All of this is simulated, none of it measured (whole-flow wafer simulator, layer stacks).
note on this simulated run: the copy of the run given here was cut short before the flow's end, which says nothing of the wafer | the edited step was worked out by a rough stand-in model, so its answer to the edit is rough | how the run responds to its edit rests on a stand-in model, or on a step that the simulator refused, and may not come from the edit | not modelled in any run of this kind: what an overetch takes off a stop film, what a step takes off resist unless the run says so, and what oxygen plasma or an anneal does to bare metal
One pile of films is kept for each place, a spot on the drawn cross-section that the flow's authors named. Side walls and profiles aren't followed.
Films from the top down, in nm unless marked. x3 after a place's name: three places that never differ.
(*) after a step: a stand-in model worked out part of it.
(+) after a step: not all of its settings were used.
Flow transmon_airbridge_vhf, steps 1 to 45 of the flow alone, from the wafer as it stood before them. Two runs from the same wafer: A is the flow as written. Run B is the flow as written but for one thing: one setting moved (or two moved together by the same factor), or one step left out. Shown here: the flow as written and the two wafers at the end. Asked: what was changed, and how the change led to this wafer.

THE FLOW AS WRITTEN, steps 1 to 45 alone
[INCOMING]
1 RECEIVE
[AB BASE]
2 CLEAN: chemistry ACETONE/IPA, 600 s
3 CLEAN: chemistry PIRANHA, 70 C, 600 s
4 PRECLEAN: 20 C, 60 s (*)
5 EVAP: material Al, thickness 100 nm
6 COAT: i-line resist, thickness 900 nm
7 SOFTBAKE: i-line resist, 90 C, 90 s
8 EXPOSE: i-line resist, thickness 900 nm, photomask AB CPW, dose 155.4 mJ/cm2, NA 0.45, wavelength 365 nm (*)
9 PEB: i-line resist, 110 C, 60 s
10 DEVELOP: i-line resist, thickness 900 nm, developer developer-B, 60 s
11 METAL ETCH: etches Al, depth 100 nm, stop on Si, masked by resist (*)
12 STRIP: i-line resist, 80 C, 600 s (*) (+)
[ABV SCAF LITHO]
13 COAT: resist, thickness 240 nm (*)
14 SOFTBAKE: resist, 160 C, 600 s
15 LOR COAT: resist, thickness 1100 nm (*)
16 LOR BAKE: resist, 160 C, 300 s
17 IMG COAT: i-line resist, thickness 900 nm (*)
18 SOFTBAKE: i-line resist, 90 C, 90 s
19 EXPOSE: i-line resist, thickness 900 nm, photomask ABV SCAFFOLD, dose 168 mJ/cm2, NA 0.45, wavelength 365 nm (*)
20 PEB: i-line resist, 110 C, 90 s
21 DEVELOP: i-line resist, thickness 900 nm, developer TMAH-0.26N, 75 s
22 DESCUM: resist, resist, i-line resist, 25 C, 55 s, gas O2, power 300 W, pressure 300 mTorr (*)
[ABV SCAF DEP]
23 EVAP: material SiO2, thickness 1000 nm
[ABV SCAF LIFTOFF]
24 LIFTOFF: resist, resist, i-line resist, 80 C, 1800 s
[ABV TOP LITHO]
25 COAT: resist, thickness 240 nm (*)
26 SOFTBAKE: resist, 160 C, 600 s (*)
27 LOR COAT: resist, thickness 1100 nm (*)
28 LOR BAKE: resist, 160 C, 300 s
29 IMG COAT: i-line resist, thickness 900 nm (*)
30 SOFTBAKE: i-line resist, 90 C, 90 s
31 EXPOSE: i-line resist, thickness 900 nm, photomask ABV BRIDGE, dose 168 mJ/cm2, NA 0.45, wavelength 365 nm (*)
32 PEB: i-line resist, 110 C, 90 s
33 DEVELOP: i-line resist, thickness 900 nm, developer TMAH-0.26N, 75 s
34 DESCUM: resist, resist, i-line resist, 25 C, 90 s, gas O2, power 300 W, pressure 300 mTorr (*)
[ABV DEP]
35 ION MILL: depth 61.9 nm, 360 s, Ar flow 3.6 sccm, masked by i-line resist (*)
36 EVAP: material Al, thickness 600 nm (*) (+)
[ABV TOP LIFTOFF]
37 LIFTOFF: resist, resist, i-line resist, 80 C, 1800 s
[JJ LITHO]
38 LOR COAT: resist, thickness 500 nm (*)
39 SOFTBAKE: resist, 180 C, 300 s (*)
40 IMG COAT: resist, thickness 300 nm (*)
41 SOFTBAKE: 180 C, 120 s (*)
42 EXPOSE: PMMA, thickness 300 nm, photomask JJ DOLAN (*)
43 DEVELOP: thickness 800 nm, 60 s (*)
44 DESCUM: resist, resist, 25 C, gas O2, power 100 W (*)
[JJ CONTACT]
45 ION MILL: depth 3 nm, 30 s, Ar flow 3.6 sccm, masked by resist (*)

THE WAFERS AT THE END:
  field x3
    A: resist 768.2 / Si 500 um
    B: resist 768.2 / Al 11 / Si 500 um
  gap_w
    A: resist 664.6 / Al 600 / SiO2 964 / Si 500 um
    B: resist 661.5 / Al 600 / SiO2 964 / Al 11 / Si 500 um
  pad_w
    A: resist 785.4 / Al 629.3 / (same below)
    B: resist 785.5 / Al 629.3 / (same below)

The cause: step 11, METAL ETCH: depth 89 nm was run, where the flow has depth 100 nm.

How the change led to this, step by step:
  11 METAL ETCH: etches Al, depth 100 nm, stop on Si, masked by resist (*)
      field x3, jj_line, gap_w, gap_e: A Al -100 (all of it) | B Al -89
      ground_far, pad_w, flank_w and 8 more: A i-line resist -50 | B i-line resist -44.5
  45 ION MILL: depth 3 nm, 30 s, Ar flow 3.6 sccm, masked by resist (*)
      jj_line: A Si -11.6 | B Al -11 (all of it), Si -5.43
Counting metal films that touch as one body, field x3 has 1 body; the flow as written gives 0 bodies.
Counting metal films that touch as one body, gap_w has 2 bodies (between them, from the top down: SiO2 964); the flow as written gives 1 body.
